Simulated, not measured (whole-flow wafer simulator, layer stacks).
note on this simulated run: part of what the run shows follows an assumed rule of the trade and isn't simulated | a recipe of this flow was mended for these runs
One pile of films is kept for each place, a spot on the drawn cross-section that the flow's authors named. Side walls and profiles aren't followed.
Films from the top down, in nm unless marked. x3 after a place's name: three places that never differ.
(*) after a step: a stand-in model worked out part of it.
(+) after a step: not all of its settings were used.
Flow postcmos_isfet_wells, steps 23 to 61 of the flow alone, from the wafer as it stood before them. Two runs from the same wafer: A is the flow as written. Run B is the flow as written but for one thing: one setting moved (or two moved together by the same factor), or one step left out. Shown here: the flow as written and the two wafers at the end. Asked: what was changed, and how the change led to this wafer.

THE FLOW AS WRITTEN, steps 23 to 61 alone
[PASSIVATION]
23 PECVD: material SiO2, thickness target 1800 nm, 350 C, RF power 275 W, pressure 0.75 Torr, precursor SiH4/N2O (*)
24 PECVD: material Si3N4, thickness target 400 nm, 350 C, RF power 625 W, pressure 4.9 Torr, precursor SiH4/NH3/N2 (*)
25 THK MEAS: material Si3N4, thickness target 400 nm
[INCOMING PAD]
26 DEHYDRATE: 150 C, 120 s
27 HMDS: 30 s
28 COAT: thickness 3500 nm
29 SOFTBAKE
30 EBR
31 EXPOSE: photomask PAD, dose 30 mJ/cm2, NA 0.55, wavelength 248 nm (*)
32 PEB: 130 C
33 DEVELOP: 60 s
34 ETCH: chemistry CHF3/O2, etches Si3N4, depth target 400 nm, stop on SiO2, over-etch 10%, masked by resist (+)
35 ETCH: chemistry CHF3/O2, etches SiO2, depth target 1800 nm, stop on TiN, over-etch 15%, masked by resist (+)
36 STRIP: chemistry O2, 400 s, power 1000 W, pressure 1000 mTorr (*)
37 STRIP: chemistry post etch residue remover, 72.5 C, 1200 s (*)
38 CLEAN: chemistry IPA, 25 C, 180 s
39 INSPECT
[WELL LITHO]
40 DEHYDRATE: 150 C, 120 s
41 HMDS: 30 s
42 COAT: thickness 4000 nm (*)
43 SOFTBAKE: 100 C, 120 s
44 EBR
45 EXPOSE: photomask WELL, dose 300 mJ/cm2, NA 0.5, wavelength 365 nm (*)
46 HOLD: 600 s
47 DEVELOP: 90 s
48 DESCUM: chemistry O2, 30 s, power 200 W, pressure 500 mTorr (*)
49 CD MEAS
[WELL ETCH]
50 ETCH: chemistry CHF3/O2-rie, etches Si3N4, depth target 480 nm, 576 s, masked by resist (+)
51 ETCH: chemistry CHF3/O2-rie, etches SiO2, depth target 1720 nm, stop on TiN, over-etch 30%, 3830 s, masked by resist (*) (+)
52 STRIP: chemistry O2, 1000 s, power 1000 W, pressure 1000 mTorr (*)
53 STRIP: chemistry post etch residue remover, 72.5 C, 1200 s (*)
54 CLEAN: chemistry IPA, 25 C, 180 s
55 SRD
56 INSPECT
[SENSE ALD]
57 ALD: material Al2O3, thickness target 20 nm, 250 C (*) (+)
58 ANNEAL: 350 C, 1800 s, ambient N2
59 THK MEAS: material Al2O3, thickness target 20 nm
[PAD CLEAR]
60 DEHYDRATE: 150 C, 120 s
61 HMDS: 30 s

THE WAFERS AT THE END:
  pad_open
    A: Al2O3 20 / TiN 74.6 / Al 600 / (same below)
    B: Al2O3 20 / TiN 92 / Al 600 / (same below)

The cause: step 34, ETCH: depth target 200 nm was run, where the flow has depth target 400 nm.

How the change led to this, step by step:
  34 ETCH: chemistry CHF3/O2, etches Si3N4, depth target 400 nm, stop on SiO2, over-etch 10%, masked by resist (+)
      pad_open: A Si3N4 -400 (all of it), SiO2 -20 | B Si3N4 -220
      field, margin x2, well900 x4, pad_clr: A thick-KrF-resist -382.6 | B thick-KrF-resist -191.3
  35 ETCH: chemistry CHF3/O2, etches SiO2, depth target 1800 nm, stop on TiN, over-etch 15%, masked by resist (+)
      pad_open: A SiO2 -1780 (all of it), TiN -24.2 | B Si3N4 -180 (all of it), SiO2 -1800 (all of it), TiN -6.75
  36 STRIP: chemistry O2, 400 s, power 1000 W, pressure 1000 mTorr (*)
      field, margin x2, well900 x4, pad_clr: A thick-KrF-resist -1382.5 (all of it) | B thick-KrF-resist -1554.7 (all of it)
